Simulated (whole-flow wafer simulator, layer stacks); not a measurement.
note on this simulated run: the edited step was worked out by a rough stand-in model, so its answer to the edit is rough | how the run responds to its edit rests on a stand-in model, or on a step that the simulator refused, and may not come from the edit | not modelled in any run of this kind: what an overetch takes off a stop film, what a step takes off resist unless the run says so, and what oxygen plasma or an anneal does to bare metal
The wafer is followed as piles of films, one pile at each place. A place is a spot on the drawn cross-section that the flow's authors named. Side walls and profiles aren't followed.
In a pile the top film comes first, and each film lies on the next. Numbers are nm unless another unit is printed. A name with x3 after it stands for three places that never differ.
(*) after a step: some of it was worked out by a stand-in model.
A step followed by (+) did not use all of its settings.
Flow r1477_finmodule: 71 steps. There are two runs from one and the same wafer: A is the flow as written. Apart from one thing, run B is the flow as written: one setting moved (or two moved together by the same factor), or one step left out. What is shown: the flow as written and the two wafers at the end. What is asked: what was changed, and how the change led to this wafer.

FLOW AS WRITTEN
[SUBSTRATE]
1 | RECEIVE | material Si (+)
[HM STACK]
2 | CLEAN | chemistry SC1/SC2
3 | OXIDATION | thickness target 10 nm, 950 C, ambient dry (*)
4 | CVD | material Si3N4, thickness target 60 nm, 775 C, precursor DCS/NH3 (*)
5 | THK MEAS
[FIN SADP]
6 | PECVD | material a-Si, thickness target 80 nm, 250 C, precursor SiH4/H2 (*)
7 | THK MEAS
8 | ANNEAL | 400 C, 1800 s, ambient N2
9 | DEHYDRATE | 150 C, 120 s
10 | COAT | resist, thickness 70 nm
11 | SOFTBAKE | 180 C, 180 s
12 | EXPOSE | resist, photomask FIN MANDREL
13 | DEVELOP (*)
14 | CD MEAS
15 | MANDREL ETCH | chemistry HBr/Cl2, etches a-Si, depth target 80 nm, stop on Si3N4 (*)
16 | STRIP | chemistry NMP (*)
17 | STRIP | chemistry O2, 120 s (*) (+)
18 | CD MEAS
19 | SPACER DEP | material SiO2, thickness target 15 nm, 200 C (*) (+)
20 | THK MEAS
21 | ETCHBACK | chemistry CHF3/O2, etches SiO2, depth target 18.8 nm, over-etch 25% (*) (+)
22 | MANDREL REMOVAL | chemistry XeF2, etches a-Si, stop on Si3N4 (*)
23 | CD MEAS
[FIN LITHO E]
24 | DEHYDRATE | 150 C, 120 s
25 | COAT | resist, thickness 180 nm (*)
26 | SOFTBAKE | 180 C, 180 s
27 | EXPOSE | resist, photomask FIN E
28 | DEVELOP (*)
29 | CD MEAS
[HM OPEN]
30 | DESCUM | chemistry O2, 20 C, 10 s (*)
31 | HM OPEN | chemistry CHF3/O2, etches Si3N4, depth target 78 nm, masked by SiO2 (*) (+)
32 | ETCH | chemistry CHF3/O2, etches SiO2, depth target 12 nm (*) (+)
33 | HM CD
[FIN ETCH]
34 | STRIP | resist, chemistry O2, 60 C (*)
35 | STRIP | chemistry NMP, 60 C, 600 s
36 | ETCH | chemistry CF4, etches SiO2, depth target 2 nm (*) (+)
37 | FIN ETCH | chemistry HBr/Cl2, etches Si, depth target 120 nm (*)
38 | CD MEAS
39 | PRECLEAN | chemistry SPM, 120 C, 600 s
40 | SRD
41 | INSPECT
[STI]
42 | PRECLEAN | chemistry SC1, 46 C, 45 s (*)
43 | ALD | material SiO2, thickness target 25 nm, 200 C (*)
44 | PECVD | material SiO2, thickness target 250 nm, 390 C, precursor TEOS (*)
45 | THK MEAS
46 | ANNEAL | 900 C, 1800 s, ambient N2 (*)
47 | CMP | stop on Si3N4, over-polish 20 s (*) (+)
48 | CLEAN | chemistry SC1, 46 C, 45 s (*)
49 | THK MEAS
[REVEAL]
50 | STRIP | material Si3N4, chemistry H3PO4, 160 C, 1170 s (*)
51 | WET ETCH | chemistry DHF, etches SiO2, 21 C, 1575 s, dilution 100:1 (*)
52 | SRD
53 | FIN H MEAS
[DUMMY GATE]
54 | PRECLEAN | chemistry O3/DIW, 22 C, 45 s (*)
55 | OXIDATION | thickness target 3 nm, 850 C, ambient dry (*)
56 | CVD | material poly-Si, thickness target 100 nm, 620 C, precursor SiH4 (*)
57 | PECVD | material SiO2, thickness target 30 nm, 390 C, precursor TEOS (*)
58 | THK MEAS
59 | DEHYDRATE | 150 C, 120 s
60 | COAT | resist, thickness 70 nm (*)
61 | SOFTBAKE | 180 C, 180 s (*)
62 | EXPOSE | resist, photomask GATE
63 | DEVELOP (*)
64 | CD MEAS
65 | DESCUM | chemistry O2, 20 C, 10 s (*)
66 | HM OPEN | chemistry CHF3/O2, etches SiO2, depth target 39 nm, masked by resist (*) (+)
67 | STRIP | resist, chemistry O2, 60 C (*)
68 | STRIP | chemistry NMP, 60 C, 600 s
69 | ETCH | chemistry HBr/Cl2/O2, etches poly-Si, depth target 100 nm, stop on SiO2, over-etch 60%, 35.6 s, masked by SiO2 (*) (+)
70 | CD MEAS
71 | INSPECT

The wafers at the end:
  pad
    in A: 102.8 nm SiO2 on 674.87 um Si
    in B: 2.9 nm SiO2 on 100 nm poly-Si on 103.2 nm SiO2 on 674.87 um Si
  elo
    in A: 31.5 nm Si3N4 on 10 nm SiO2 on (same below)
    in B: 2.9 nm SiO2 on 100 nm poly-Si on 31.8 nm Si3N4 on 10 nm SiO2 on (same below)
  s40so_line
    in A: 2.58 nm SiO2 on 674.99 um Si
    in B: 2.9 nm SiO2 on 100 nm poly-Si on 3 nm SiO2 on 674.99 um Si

The reason: step 57, PECVD: thickness target 47.2 nm was run, whereas the flow has thickness target 30 nm.

How this came from the change, step by step:
  57 | PECVD | material SiO2, thickness target 30 nm, 390 C, precursor TEOS (*)
      pad, padg, elg and 33 more: A SiO2 gains 30 (new film) | B SiO2 gains 47.2 (new film)
  66 | HM OPEN | chemistry CHF3/O2, etches SiO2, depth target 39 nm, masked by resist (*) (+)
      pad, elo, eso and 15 more: A SiO2 loses 30 (all of it), poly-Si loses 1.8 | B SiO2 loses 39
  67 | STRIP | resist, chemistry O2, 60 C (*)
      pad, elo, eso and 15 more: A chemical SiO2 gains 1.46 (new film), poly-Si loses 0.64 | B nothing
  69 | ETCH | chemistry HBr/Cl2/O2, etches poly-Si, depth target 100 nm, stop on SiO2, over-etch 60%, 35.6 s, masked by SiO2 (*) (+)
      pad, eso, e40so and 8 more: A chemical SiO2 loses 1.46 (all of it), poly-Si loses 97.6 (all of it), SiO2 loses 0.42 | B SiO2 loses 5.3
      elo, e40lo, e100lo, e200lo: A chemical SiO2 loses 1.46 (all of it), poly-Si loses 97.6 (all of it), Si3N4 loses 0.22 | B SiO2 loses 5.3
      (and at 3 other places as well)
